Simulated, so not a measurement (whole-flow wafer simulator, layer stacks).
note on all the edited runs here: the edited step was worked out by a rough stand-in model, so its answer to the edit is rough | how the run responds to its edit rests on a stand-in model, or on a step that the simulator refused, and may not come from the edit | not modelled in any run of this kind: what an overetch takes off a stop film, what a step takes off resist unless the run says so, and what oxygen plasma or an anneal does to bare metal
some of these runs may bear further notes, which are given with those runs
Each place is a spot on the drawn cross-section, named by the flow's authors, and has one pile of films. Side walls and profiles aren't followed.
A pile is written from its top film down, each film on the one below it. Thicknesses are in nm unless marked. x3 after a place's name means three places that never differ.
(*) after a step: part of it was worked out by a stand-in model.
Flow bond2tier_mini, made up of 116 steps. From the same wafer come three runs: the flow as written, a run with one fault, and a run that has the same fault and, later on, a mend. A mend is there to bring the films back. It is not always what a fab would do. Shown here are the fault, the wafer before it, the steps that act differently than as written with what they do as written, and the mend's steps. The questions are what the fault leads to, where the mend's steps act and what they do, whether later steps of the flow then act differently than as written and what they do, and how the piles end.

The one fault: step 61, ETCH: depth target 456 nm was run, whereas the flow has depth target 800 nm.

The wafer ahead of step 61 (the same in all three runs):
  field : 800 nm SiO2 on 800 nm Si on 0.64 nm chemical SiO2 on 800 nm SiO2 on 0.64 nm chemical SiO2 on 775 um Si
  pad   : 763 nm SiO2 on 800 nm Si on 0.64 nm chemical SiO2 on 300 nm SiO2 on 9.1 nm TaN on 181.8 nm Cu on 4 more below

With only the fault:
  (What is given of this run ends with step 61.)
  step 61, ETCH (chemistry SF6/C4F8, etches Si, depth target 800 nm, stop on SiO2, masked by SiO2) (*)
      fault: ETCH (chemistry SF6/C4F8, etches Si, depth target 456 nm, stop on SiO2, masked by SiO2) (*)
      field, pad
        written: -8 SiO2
        fault: -4.56 SiO2
  The piles after step 61 are only slightly different from the flow's at the places that both follow, by no more than 2% or 0.5 nm, whichever is larger.

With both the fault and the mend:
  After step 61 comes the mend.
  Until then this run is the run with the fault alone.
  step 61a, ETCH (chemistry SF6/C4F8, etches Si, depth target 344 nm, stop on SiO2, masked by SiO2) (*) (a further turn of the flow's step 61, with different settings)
      field, pad
        -3.44 SiO2
  Every later step of the flow that is run acts as written at every place that is followed.
  At every place that both follow, the piles at the end match the flow's.
